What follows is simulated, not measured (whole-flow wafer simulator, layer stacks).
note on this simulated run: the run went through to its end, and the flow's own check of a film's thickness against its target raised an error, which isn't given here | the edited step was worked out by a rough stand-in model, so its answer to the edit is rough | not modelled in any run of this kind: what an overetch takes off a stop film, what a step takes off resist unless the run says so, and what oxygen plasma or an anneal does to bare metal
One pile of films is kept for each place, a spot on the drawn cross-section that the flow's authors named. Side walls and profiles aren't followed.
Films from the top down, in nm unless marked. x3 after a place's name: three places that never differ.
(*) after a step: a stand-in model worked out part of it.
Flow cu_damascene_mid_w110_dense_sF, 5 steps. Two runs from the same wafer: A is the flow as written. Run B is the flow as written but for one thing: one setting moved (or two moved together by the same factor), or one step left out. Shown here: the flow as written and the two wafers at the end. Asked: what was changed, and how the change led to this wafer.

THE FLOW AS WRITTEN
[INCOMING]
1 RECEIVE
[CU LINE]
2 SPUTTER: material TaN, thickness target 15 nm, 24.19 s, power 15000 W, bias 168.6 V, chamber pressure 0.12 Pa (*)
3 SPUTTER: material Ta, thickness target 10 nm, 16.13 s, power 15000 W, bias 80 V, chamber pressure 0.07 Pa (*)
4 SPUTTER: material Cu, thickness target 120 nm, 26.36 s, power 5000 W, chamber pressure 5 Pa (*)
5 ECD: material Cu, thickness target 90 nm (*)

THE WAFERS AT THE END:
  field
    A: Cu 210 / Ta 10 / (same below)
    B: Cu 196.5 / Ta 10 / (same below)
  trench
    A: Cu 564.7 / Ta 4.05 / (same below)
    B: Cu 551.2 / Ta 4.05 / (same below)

The cause: step 5, ECD: thickness target 76.5 nm was run, where the flow has thickness target 90 nm.

How the change led to this, step by step:
  5 ECD: material Cu, thickness target 90 nm (*)
      field: A Cu +90 | B Cu +76.5
      trench: A Cu +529 | B Cu +515.5
